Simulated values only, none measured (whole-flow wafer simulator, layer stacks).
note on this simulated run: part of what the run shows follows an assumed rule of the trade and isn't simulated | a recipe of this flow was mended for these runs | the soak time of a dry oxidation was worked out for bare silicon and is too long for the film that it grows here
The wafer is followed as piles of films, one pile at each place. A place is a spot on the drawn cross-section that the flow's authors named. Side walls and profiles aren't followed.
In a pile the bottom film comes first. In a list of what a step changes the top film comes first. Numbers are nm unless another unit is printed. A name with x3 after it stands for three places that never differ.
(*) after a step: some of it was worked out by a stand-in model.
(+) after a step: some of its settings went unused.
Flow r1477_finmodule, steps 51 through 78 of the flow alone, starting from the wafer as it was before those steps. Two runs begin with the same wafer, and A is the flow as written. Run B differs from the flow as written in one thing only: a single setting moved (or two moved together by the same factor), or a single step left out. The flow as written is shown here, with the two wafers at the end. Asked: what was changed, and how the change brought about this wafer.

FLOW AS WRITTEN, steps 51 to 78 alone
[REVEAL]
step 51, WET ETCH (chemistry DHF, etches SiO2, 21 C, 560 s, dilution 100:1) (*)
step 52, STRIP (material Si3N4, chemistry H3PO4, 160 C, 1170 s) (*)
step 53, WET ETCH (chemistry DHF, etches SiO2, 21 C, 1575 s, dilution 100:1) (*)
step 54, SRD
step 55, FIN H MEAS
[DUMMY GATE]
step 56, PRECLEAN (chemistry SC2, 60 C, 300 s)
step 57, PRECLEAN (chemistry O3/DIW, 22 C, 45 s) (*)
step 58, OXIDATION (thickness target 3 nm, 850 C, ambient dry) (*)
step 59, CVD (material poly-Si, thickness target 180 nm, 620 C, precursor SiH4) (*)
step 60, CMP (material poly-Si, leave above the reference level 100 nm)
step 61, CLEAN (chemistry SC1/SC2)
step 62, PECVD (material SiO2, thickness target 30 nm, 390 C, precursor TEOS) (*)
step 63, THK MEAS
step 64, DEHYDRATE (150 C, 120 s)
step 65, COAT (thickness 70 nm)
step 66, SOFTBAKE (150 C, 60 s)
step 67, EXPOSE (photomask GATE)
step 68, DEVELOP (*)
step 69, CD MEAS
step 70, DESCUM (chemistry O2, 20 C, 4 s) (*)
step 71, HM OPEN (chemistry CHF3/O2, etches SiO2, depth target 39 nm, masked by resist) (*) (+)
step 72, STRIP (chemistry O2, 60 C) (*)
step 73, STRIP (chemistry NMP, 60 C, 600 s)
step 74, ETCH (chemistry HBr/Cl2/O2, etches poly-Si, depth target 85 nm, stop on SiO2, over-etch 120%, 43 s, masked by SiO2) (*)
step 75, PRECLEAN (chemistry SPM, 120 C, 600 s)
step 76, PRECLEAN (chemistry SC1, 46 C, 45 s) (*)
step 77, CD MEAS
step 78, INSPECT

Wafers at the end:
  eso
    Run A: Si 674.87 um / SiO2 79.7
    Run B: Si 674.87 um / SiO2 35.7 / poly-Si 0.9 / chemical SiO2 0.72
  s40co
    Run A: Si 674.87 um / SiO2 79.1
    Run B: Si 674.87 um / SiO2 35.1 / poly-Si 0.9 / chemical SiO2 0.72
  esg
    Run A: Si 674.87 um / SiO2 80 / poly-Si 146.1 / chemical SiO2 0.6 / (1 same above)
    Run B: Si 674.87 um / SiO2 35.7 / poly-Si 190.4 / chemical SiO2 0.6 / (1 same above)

The reason: step 53, WET ETCH: 2461 s was run, while the flow as written has 1575 s.

The path from the change to this, step by step:
  step 53, WET ETCH (chemistry DHF, etches SiO2, 21 C, 1575 s, dilution 100:1) (*)
      esg, e40sg, e100sg and 17 more: A -79.1 SiO2 | B -123.6 SiO2
      pad, padg: A -85.7 SiO2 | B -131.3 SiO2
  step 59, CVD (material poly-Si, thickness target 180 nm, 620 C, precursor SiH4) (*)
      esg, e40sg, e100sg and 15 more: A +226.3 poly-Si (new film) | B +270.7 poly-Si (new film)
      e200sg, e200so: A +219.2 poly-Si (new film) | B +270.7 poly-Si (new film)
  step 60, CMP (material poly-Si, leave above the reference level 100 nm)
      pad, padg: A -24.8 poly-Si | B nothing
      e200sg, e200so: A -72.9 poly-Si | B -80 poly-Si
  step 74, ETCH (chemistry HBr/Cl2/O2, etches poly-Si, depth target 85 nm, stop on SiO2, over-etch 120%, 43 s, masked by SiO2) (*)
      eso, e40so, e100so and 7 more: A -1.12 chemical SiO2 (all of it), -143.9 poly-Si (all of it), -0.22 SiO2 | B -1.12 chemical SiO2 (all of it), -187 poly-Si
      pad: A -1.12 chemical SiO2 (all of it), -152.8 poly-Si (all of it), -0.17 SiO2 | B -1.12 chemical SiO2 (all of it), -177.6 poly-Si (all of it), -0.05 SiO2
  step 75, PRECLEAN (chemistry SPM, 120 C, 600 s)
      eso, e40so, e100so and 7 more: A nothing | B +0.8 chemical SiO2 (new film), -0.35 poly-Si
